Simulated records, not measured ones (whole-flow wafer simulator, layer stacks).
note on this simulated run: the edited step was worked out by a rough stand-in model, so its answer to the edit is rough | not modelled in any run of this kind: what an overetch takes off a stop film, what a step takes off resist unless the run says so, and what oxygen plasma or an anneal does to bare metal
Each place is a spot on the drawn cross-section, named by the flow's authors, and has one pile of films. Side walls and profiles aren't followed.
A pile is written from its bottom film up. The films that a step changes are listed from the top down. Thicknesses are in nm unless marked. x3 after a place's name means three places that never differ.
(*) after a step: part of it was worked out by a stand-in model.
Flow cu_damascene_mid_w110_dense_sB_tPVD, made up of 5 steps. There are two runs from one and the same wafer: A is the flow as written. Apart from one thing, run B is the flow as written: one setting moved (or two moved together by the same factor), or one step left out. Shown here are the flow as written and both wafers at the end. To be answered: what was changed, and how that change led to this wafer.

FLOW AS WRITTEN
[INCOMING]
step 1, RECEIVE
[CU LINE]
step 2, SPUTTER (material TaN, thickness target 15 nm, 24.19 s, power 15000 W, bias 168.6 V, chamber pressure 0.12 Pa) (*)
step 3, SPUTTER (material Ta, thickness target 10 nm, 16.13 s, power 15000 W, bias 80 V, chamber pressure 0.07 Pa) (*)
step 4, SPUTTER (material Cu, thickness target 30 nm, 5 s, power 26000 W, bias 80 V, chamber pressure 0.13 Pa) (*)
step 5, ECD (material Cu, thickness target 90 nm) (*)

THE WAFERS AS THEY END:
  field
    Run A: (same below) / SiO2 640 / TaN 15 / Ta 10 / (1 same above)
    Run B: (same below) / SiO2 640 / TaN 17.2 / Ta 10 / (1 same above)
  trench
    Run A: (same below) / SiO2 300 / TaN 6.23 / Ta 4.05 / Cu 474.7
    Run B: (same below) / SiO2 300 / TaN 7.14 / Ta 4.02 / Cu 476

Cause: step 2, SPUTTER: thickness target 17.2 nm was run, whereas the flow has thickness target 15 nm; step 2, SPUTTER: 27.82 s was run, where the flow has 24.19 s.
One can read it off the wafer: field has TaN 17.2, and step 2 as written asks for 15 nm.

Step by step, how the change led to this:
  step 2, SPUTTER (material TaN, thickness target 15 nm, 24.19 s, power 15000 W, bias 168.6 V, chamber pressure 0.12 Pa) (*)
      field: A +15 TaN (new film) | B +17.2 TaN (new film)
      trench: A +6.23 TaN (new film) | B +7.14 TaN (new film)
